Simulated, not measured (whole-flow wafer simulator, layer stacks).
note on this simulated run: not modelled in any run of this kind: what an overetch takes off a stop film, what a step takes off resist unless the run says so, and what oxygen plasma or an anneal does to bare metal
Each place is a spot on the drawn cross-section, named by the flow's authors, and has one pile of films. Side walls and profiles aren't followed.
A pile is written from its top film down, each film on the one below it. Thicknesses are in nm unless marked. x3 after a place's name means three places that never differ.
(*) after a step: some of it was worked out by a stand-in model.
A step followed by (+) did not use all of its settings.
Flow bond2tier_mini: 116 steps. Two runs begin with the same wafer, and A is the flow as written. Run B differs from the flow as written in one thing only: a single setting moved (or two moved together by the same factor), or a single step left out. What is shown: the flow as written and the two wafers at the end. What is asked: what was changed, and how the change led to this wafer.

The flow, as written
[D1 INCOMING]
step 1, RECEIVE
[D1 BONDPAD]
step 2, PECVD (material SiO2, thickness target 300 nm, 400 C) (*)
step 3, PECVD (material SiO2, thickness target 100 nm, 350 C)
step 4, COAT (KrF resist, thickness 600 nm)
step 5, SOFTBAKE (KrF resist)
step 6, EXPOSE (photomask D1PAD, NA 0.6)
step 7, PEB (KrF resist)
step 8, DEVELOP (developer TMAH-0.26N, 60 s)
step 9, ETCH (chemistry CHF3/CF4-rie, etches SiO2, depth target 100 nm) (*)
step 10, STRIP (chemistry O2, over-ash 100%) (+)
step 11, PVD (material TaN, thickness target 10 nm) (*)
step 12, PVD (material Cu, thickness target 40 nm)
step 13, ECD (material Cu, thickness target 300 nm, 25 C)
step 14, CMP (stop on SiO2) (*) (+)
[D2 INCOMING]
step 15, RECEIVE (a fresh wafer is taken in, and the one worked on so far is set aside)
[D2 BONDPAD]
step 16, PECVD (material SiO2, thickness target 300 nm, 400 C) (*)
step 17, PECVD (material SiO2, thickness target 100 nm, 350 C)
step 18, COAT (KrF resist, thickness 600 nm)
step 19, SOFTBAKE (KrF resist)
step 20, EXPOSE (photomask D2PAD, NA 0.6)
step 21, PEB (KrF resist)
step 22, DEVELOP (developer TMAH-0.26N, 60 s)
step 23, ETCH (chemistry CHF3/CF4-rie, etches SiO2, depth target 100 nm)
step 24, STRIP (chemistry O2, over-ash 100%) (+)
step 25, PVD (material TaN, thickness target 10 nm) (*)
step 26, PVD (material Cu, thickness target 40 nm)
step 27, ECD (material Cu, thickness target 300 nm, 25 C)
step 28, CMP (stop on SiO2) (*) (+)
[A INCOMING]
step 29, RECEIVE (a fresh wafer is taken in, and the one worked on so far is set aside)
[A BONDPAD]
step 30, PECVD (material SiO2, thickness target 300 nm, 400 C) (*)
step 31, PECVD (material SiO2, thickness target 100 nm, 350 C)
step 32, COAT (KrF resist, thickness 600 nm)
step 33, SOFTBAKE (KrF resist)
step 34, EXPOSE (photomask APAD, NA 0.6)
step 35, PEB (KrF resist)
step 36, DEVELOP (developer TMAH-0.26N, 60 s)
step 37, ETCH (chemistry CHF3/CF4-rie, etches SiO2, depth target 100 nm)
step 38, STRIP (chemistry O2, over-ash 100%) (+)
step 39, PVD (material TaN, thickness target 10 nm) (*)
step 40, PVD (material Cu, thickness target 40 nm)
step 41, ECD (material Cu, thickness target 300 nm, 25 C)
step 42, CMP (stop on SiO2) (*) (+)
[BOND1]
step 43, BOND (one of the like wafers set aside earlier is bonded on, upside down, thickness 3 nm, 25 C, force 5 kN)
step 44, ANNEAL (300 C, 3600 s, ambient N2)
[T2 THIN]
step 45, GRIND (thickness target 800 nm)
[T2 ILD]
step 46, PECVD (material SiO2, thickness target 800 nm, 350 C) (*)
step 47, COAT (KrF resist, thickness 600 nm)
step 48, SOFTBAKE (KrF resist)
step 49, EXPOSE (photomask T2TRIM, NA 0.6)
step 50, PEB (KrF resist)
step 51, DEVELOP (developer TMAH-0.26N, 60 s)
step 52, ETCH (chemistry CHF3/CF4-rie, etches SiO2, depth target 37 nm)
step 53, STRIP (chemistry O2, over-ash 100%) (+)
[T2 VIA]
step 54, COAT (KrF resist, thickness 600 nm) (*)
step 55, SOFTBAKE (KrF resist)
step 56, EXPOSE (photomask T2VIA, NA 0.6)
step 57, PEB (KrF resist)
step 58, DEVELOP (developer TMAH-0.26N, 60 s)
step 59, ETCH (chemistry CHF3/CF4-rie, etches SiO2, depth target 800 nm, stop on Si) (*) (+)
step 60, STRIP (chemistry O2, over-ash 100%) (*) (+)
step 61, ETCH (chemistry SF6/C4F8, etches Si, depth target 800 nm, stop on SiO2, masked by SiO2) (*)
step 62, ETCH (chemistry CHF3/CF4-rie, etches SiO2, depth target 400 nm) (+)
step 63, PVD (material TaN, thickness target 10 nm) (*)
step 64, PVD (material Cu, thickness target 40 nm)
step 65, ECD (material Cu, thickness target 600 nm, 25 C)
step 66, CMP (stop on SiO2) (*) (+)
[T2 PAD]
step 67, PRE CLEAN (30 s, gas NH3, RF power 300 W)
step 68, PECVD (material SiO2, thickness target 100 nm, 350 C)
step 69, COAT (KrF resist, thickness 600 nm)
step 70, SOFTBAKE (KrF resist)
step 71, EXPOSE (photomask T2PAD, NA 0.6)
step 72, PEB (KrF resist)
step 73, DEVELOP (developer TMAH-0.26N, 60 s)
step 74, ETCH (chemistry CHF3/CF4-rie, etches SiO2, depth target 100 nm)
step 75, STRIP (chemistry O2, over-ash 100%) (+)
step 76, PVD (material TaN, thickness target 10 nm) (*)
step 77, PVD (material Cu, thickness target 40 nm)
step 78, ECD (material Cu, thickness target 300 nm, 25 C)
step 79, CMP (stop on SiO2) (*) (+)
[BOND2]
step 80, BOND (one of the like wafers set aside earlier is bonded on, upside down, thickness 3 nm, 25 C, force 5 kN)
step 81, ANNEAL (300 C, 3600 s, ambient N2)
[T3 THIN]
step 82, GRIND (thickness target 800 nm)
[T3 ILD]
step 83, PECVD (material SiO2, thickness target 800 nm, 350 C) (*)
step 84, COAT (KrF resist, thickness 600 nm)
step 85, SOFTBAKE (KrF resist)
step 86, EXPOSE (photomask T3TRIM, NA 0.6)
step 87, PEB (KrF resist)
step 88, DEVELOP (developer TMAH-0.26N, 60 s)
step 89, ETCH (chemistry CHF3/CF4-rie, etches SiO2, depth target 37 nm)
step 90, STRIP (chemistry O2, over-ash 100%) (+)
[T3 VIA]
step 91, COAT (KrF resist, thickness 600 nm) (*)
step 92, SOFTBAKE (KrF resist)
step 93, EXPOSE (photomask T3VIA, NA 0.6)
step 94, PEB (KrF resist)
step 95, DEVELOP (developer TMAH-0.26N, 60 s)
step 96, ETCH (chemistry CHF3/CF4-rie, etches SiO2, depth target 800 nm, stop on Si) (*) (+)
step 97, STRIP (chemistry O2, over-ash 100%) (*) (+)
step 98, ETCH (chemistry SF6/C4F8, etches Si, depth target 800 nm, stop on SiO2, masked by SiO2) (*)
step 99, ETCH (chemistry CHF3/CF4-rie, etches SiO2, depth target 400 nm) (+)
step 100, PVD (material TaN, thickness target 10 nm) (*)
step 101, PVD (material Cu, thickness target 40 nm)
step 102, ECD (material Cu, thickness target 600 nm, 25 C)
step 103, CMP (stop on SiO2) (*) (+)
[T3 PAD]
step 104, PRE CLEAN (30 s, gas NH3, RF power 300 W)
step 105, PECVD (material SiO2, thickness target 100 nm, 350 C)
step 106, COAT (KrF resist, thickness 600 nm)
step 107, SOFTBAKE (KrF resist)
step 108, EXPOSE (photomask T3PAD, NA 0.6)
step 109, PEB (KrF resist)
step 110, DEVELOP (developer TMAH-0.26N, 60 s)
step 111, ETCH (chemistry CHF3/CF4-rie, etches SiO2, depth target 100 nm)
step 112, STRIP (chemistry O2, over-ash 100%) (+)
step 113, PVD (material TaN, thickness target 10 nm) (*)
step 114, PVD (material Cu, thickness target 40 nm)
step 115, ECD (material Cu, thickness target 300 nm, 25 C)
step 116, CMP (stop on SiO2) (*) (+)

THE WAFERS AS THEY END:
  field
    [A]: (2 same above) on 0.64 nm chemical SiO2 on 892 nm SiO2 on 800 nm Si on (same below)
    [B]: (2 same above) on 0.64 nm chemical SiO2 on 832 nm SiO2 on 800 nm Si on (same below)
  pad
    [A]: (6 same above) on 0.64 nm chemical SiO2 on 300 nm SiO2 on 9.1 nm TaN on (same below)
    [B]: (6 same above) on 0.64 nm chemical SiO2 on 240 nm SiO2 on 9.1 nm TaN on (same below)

Cause: step 17, PECVD: thickness target 40 nm was run, whereas the flow has thickness target 100 nm.

Step by step, how the change led to this:
  step 17, PECVD (material SiO2, thickness target 100 nm, 350 C)
      field, pad, via: A SiO2 gains 100 | B SiO2 gains 40
  step 80, BOND (one of the like wafers set aside earlier is bonded on, upside down, thickness 3 nm, 25 C, force 5 kN)
      field: A Si gains 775 um (new film), chemical SiO2 gains 0.64 (new film), SiO2 gains 400 | B Si gains 775 um (new film), chemical SiO2 gains 0.64 (new film), SiO2 gains 340
      pad: A Si gains 775 um (new film), chemical SiO2 gains 0.64 (new film), SiO2 gains 300 (new film), TaN gains 9.1 (new film), Cu gains 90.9 | B Si gains 775 um (new film), chemical SiO2 gains 0.64 (new film), SiO2 gains 240 (new film), TaN gains 9.1 (new film), Cu gains 90.9
